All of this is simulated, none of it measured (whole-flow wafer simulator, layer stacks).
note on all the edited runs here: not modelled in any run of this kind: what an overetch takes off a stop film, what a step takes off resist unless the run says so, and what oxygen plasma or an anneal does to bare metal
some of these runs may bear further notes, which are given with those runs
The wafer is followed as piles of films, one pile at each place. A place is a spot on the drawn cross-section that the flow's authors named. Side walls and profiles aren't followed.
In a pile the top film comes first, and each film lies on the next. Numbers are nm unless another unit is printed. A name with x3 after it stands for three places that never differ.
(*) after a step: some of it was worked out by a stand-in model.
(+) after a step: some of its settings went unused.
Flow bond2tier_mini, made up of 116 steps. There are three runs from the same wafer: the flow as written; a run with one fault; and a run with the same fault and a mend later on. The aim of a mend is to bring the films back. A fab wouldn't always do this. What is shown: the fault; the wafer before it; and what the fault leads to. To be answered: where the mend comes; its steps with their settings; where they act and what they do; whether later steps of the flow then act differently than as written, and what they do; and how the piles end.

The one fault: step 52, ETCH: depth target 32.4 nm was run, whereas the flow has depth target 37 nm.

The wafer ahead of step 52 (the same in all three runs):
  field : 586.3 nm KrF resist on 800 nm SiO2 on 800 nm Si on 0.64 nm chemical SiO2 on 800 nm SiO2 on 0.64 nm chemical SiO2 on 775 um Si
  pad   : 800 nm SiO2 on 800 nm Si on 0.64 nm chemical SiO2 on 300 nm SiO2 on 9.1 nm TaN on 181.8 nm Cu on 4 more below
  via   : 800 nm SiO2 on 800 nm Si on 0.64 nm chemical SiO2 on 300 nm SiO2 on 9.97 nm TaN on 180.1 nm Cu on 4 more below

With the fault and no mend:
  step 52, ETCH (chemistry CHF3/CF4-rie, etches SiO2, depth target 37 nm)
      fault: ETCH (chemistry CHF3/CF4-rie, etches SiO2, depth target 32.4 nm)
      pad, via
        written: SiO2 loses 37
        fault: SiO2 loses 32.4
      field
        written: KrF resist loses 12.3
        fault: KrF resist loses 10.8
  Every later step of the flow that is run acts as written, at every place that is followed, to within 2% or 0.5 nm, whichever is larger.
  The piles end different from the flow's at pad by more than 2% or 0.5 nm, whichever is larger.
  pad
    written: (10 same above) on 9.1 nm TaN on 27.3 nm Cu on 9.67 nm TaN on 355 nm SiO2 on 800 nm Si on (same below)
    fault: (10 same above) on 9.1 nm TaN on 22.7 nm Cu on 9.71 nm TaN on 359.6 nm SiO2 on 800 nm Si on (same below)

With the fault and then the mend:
  The mend stands after step 53.
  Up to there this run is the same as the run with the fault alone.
  step 53a, COAT (KrF resist, thickness 600 nm) (*) (a further turn of the flow's step 47)
      field
        KrF resist gains 586.3 (new film)
      pad
        KrF resist gains 614.3 (new film)
      via
        KrF resist gains 612.6 (new film)
  step 53b, SOFTBAKE (KrF resist) (a further turn of the flow's step 48)
      does not change any film at any place that is followed
  step 53c, EXPOSE (photomask T2TRIM, NA 0.6) (a further turn of the flow's step 49)
      does not change any film at any place that is followed
  step 53d, PEB (KrF resist) (a further turn of the flow's step 50)
      does not change any film at any place that is followed
  step 53e, DEVELOP (developer TMAH-0.26N, 60 s) (a further turn of the flow's step 51)
      field
        KrF resist loses 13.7
      pad
        KrF resist loses 614.3 (all of it)
      via
        KrF resist loses 612.6 (all of it)
  step 53f, ETCH (chemistry CHF3/CF4-rie, etches SiO2, depth target 4.6 nm) (a further turn of the flow's step 52, with different settings)
      pad, via
        SiO2 loses 4.6
      field
        KrF resist loses 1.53
  step 53g, STRIP (chemistry O2, over-ash 100%) (+) (a further turn of the flow's step 53)
      field
        KrF resist loses 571 (all of it)
  Every later step of the flow that is run acts as written at every place that is followed.
  The piles end the same as the flow's at every place that both follow.
